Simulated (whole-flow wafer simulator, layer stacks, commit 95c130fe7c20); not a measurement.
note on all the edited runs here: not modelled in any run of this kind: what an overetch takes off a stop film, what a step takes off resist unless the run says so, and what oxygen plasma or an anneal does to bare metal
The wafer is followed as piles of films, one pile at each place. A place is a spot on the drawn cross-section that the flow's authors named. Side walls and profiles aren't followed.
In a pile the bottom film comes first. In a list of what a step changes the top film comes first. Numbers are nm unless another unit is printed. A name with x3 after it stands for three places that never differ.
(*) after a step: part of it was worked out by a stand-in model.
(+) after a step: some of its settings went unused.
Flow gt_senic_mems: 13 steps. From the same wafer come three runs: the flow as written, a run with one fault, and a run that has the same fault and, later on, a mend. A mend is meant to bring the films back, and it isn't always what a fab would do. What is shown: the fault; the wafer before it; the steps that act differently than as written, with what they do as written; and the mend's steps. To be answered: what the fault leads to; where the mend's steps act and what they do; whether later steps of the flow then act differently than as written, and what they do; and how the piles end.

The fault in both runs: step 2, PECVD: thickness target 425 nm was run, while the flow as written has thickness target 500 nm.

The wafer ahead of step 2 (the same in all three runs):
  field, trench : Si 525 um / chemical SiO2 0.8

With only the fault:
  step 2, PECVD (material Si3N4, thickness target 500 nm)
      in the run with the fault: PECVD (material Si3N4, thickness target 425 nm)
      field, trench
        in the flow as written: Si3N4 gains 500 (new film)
        in the run with the fault: Si3N4 gains 425 (new film)
  Steps later in the flow that act otherwise than as written (not shown: 1 more step that differs only slightly, by at most 2% or 0.5 nm, whichever is larger):
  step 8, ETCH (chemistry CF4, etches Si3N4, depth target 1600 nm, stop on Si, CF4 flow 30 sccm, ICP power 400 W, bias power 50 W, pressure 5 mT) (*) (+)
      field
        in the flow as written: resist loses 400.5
        in the run with the fault: resist loses 350.5
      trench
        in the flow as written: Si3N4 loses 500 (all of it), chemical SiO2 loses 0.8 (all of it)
        in the run with the fault: Si3N4 loses 425 (all of it), chemical SiO2 loses 0.8 (all of it)
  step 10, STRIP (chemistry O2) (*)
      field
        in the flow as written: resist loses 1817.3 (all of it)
        in the run with the fault: resist loses 1867.3 (all of it)
  The piles end different from the flow's at field by more than 2% or 0.5 nm, whichever is larger.
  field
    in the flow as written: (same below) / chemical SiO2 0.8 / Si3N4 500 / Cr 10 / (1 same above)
    in the run with the fault: (same below) / chemical SiO2 0.8 / Si3N4 425 / Cr 10 / (1 same above)

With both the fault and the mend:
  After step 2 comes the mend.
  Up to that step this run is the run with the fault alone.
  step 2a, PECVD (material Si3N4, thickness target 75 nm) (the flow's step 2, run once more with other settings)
      field, trench
        Si3N4 gains 75
  Every later step of the flow that is run acts as written at every place that is followed.
  The piles end the same as the flow's at every place that both follow.
